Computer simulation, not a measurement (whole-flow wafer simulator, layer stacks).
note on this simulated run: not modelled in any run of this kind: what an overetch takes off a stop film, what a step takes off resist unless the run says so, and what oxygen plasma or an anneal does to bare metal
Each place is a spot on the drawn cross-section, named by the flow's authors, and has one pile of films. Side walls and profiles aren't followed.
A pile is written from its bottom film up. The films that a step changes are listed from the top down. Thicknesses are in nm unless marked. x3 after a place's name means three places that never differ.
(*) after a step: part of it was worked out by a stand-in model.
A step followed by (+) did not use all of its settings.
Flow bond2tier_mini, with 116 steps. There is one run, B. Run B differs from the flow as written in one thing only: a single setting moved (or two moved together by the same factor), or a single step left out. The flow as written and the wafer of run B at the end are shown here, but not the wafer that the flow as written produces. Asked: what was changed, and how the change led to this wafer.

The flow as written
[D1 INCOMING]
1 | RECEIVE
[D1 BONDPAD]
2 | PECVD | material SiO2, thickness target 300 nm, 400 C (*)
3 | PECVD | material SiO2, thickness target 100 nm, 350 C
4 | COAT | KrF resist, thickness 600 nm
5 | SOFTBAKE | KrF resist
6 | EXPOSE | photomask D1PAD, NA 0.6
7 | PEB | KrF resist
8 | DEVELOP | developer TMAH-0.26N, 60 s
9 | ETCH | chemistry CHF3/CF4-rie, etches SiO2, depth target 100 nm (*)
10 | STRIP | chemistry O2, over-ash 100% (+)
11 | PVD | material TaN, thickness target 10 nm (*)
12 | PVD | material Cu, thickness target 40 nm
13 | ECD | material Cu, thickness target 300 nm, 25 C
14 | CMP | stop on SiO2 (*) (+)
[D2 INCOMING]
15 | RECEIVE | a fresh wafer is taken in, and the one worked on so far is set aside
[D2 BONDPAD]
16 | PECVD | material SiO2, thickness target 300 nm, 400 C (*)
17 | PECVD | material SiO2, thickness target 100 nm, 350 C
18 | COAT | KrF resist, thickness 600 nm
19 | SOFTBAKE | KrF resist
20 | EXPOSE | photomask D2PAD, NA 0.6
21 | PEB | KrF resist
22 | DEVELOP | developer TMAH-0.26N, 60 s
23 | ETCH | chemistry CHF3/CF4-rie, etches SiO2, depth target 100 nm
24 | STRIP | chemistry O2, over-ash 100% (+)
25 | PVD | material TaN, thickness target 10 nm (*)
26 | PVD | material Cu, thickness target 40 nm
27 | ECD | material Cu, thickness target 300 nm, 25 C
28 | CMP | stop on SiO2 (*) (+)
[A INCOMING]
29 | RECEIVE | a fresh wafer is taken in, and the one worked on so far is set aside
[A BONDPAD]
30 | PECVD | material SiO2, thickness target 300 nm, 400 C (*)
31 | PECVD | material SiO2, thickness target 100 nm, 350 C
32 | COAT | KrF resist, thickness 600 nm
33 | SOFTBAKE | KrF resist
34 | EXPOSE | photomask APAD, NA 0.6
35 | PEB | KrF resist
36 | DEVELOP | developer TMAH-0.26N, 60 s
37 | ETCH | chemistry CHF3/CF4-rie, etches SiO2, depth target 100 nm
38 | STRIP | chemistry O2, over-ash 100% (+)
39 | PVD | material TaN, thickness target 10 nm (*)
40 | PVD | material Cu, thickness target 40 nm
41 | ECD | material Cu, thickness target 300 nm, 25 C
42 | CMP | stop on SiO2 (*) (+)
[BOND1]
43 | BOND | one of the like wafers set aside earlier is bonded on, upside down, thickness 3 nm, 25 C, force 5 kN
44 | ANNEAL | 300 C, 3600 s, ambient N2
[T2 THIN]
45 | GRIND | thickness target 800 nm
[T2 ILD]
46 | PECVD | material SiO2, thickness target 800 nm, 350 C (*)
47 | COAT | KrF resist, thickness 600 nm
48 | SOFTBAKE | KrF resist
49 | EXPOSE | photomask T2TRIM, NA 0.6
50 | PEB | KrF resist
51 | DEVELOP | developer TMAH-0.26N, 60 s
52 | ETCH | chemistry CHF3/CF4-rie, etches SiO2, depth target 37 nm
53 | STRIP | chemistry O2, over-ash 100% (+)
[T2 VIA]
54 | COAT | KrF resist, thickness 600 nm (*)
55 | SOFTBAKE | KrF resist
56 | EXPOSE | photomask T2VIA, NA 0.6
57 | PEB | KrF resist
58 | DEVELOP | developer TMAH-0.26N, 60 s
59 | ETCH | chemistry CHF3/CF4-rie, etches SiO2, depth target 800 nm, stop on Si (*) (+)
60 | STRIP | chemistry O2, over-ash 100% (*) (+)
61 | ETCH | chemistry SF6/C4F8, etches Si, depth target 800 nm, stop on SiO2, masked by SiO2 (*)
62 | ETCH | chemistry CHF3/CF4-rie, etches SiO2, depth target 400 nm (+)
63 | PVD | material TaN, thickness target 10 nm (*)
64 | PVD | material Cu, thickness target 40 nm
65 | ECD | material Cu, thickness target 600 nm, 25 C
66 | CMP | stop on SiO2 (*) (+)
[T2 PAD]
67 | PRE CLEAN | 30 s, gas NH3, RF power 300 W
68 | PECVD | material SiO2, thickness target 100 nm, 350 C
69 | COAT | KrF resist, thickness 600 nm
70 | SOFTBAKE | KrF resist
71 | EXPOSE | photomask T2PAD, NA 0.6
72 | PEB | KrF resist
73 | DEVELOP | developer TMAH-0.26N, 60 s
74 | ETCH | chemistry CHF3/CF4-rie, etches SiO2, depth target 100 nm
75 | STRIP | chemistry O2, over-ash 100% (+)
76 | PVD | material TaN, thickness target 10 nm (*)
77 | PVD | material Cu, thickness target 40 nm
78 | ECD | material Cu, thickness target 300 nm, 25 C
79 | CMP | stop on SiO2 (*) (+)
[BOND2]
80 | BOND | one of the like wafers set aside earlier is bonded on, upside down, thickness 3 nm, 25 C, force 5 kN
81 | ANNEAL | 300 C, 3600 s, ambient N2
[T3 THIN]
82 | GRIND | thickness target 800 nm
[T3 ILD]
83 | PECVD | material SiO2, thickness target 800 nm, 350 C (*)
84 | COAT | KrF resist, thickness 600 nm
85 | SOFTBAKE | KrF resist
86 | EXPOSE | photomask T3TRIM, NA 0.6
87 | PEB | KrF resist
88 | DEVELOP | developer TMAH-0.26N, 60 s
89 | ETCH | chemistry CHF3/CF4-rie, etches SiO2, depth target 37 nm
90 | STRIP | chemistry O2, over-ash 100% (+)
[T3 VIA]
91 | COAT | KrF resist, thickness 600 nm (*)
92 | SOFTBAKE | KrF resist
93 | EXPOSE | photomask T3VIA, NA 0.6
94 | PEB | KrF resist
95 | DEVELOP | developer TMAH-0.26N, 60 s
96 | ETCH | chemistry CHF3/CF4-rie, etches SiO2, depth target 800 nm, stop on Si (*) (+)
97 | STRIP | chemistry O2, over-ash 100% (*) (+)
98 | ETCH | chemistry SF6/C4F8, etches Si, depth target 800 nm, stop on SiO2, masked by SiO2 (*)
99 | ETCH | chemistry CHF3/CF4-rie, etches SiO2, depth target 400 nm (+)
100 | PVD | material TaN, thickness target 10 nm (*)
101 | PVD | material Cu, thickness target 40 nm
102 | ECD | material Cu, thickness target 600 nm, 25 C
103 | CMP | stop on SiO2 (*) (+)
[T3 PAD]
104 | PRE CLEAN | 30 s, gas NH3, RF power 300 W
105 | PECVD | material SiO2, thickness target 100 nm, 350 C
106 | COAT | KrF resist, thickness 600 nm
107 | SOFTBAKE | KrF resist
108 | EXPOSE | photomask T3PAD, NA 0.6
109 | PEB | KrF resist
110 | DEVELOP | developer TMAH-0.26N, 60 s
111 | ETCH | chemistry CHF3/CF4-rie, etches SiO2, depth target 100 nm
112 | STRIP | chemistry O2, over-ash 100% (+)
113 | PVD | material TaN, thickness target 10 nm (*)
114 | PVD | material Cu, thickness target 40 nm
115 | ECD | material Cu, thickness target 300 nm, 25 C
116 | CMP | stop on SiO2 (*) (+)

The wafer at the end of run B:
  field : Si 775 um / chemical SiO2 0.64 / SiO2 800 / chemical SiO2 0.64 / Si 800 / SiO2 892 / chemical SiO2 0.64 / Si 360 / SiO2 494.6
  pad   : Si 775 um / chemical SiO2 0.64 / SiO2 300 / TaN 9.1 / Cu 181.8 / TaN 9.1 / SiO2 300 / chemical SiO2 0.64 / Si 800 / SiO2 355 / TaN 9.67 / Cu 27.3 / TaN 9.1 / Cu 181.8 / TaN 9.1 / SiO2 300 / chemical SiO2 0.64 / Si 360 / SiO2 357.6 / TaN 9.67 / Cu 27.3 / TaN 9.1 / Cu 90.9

The reason: step 82, GRIND: thickness target 360 nm was run, whereas the flow has thickness target 800 nm.
The wafer itself shows it: field has Si 360, and step 82 as written asks for 800 nm.

The path from the change to this, step by step:
  82 | GRIND | thickness target 800 nm
      field, pad: Si loses 774.64 um (it would be, as written: Si loses 774.2 um)
  98 | ETCH | chemistry SF6/C4F8, etches Si, depth target 800 nm, stop on SiO2, masked by SiO2 (*)
      field, pad: SiO2 loses 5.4 (it would be, as written: SiO2 loses 8)
